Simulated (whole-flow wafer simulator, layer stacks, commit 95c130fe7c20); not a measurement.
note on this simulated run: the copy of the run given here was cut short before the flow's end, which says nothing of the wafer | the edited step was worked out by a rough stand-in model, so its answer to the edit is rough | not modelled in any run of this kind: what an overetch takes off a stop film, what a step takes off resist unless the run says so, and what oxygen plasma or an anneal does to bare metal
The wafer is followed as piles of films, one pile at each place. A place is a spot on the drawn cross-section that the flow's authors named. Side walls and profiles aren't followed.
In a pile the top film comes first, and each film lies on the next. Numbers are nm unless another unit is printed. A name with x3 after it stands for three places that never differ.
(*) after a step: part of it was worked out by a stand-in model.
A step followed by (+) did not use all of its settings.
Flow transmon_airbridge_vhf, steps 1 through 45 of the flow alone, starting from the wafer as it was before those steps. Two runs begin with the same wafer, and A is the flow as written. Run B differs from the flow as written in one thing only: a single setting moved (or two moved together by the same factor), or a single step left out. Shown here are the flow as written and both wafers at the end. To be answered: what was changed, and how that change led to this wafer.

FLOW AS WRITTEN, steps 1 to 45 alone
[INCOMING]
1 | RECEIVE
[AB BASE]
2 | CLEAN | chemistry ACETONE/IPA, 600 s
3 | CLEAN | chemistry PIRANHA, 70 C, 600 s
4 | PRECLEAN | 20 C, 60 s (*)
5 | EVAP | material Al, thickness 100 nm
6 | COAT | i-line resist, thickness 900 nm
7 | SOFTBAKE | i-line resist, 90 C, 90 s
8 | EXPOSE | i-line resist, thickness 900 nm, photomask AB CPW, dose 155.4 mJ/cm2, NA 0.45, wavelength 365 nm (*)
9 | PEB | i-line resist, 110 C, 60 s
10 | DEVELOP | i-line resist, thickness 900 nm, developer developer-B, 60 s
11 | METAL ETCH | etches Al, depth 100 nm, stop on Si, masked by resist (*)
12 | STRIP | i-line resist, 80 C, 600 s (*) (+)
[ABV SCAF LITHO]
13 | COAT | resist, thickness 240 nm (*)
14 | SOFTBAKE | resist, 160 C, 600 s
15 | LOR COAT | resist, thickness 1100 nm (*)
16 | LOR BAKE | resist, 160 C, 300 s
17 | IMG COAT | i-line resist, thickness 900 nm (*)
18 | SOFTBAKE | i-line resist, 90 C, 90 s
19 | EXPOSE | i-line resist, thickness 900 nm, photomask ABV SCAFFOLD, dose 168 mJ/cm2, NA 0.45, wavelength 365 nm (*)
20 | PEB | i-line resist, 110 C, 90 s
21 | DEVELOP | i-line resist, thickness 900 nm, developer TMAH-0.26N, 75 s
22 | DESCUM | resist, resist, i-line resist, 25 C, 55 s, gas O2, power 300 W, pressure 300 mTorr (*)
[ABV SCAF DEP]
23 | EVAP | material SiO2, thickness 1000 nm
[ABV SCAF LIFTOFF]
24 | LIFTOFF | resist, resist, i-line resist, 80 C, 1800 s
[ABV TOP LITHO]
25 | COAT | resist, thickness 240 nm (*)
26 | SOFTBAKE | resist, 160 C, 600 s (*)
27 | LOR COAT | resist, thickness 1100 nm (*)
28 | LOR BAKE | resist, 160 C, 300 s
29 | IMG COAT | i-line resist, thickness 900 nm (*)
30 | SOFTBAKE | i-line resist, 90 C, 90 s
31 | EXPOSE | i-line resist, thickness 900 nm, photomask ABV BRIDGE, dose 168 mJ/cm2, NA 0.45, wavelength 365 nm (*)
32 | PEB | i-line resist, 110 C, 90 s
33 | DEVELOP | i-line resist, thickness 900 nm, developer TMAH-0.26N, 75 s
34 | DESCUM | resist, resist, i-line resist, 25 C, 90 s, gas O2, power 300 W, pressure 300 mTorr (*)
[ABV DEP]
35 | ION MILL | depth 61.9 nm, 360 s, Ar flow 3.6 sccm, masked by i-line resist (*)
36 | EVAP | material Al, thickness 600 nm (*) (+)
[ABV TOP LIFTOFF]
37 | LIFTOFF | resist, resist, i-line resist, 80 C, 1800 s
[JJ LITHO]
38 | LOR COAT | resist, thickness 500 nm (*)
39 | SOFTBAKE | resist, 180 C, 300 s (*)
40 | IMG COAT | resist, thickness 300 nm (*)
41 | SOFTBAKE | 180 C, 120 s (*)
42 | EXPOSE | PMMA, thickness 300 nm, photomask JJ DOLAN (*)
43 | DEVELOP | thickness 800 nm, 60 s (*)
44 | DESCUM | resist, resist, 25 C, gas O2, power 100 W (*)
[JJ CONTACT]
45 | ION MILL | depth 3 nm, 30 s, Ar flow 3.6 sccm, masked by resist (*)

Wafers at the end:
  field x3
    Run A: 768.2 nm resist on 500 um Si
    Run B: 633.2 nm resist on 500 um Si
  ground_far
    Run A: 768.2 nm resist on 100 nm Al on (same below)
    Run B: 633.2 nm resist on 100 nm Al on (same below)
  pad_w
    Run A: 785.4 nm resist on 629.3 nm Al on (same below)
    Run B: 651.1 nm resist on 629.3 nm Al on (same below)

Cause: step 40, IMG COAT: thickness 165 nm was run, while the flow as written has thickness 300 nm.

Step by step, how the change led to this:
  40 | IMG COAT | resist, thickness 300 nm (*)
      field x3, jj_line, ground_far, trace_open_s x2: A +300 resist | B +165 resist
      pad_w, pad_e: A +300.1 resist | B +165.8 resist
      (also at 8 further places)
  43 | DEVELOP | thickness 800 nm, 60 s (*)
      jj_line: A -800 resist (all of it) | B -665 resist (all of it)
